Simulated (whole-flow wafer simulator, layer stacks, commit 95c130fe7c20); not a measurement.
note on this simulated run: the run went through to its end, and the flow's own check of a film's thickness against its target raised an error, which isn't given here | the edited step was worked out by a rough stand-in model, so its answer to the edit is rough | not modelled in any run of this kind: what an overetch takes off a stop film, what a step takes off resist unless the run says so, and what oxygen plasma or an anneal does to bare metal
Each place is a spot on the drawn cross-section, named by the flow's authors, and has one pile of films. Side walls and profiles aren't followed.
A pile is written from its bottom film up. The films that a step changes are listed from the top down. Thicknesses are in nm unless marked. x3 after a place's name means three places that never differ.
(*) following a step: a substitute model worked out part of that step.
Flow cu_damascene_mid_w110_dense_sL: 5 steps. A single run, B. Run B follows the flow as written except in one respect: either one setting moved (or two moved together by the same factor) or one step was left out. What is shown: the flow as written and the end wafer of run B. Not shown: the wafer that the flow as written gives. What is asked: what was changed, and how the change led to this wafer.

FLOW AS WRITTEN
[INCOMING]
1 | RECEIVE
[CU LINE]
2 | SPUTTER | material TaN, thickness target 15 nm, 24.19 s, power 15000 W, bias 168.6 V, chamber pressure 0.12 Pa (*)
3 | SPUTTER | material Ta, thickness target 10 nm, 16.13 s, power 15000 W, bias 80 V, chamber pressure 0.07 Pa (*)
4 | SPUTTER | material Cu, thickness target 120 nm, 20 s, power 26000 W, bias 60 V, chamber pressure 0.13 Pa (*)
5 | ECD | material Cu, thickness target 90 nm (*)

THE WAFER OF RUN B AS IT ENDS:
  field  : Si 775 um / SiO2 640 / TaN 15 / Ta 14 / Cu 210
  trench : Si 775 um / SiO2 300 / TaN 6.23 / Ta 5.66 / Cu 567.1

What caused this: step 3, SPUTTER: thickness target 14 nm was run, while the flow as written has thickness target 10 nm; step 3, SPUTTER: 22.58 s was run, where the flow has 16.13 s.
One can read it off the wafer: field has Ta 14, and step 3 as written asks for 10 nm.

How this came from the change, step by step:
  3 | SPUTTER | material Ta, thickness target 10 nm, 16.13 s, power 15000 W, bias 80 V, chamber pressure 0.07 Pa (*)
      field: Ta gains 14 (new film) (in the flow as written it would be: Ta gains 10 (new film))
      trench: Ta gains 5.66 (new film) (in the flow as written it would be: Ta gains 4.05 (new film))
